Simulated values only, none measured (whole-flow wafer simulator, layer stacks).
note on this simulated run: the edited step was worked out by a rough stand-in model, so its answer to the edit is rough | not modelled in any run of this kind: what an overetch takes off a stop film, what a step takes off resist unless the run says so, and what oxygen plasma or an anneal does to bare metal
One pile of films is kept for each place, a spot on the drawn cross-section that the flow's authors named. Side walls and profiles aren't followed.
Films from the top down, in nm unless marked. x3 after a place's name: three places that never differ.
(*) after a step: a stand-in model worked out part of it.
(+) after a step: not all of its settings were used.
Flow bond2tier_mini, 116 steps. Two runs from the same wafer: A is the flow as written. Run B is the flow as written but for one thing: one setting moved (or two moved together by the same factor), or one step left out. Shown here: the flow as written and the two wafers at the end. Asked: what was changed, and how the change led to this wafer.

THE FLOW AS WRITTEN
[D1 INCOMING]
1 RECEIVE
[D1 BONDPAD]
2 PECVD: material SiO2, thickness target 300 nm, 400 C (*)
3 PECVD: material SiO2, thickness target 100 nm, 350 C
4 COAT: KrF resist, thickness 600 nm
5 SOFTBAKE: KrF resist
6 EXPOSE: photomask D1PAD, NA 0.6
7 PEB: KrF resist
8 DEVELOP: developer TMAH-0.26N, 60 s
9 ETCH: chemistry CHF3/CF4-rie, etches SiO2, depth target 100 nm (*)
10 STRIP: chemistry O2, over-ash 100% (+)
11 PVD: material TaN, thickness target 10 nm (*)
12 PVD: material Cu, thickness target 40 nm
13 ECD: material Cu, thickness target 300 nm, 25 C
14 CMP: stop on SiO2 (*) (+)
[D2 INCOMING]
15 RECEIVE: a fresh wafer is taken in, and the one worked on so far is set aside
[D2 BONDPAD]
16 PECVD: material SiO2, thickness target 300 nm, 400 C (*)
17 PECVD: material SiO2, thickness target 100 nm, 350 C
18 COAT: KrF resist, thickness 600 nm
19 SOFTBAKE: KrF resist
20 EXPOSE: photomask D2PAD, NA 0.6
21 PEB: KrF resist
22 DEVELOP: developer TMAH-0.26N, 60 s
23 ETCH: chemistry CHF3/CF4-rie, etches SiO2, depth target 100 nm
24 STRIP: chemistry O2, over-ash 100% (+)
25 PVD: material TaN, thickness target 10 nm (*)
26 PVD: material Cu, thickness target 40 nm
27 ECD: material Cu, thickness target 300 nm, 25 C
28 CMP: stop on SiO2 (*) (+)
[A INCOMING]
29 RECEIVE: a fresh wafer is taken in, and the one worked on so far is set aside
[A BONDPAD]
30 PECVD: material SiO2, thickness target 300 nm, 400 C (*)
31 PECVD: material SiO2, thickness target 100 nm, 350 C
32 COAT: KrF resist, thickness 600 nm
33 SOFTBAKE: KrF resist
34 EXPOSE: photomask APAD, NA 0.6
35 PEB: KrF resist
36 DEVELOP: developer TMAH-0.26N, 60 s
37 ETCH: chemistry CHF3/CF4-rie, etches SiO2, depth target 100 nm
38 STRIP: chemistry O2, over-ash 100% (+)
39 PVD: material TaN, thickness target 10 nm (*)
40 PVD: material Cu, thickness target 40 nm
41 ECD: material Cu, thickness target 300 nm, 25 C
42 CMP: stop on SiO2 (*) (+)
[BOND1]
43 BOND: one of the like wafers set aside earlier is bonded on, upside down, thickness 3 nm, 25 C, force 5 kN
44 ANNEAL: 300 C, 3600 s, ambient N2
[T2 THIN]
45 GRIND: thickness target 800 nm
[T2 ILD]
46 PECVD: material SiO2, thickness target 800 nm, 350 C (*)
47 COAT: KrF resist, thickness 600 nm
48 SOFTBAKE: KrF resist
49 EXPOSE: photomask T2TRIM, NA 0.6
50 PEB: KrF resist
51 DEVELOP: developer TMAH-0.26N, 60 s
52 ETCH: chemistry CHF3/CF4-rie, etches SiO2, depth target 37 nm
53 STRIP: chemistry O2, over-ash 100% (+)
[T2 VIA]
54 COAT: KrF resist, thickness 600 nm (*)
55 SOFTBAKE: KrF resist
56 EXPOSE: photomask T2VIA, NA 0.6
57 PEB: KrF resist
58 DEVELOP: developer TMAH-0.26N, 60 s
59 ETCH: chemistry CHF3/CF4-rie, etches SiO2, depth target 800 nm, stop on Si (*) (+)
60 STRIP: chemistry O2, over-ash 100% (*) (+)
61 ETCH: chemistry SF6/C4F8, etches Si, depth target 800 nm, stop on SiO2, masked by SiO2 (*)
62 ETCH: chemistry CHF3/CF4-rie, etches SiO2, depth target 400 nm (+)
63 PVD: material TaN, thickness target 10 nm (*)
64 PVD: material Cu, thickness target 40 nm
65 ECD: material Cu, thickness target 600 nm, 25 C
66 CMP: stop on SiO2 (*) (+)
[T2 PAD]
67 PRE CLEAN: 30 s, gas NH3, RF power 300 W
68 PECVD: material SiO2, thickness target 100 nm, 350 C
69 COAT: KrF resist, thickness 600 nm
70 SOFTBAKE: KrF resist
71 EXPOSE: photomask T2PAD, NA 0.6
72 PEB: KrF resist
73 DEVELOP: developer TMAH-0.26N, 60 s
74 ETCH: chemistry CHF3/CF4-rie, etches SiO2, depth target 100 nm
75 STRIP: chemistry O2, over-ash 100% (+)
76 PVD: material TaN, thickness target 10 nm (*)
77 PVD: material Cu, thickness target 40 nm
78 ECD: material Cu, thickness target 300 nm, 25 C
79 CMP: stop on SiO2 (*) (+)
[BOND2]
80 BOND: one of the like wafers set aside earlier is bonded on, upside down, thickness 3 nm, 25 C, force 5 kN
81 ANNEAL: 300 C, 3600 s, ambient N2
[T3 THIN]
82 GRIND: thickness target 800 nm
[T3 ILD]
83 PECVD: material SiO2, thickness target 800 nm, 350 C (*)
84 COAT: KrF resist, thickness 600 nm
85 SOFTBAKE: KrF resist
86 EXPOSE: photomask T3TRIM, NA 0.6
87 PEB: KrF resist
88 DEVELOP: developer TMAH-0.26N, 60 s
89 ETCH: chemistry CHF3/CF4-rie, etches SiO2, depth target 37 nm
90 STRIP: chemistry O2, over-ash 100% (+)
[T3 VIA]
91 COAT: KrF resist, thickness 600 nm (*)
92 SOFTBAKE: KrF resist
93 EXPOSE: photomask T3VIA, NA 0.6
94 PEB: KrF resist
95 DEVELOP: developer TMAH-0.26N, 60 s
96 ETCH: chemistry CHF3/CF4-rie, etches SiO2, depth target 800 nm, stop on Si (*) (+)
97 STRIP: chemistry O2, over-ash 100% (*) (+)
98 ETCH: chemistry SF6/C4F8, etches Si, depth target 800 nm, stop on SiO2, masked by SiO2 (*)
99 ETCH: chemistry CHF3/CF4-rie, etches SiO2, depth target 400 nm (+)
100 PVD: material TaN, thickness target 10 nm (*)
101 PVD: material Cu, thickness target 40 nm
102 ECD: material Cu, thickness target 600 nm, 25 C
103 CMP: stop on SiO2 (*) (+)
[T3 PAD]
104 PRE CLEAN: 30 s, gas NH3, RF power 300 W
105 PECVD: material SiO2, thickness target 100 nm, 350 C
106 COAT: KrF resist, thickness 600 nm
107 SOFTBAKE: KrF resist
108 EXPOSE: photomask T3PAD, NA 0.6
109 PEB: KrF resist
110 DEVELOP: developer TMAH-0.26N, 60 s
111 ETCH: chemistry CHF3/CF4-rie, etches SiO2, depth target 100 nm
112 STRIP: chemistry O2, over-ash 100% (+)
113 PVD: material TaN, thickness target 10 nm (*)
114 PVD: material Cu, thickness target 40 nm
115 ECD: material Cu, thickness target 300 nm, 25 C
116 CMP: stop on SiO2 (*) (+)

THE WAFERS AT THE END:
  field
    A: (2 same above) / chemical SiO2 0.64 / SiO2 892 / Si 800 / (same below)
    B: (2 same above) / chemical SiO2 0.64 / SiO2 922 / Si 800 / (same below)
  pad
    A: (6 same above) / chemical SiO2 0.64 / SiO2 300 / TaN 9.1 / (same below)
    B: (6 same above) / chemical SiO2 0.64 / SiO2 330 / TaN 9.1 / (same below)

The cause: step 16, PECVD: thickness target 330 nm was run, where the flow has thickness target 300 nm.
It can be read off the wafer: pad has SiO2 330, and step 16 as written asks for 300 nm.

How the change led to this, step by step:
  16 PECVD: material SiO2, thickness target 300 nm, 400 C (*)
      field, pad, via: A SiO2 +300 (new film) | B SiO2 +330 (new film)
  80 BOND: one of the like wafers set aside earlier is bonded on, upside down, thickness 3 nm, 25 C, force 5 kN
      field: A Si +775 um (new film), chemical SiO2 +0.64 (new film), SiO2 +400 | B Si +775 um (new film), chemical SiO2 +0.64 (new film), SiO2 +430
      pad: A Si +775 um (new film), chemical SiO2 +0.64 (new film), SiO2 +300 (new film), TaN +9.1 (new film), Cu +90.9 | B Si +775 um (new film), chemical SiO2 +0.64 (new film), SiO2 +330 (new film), TaN +9.1 (new film), Cu +90.9
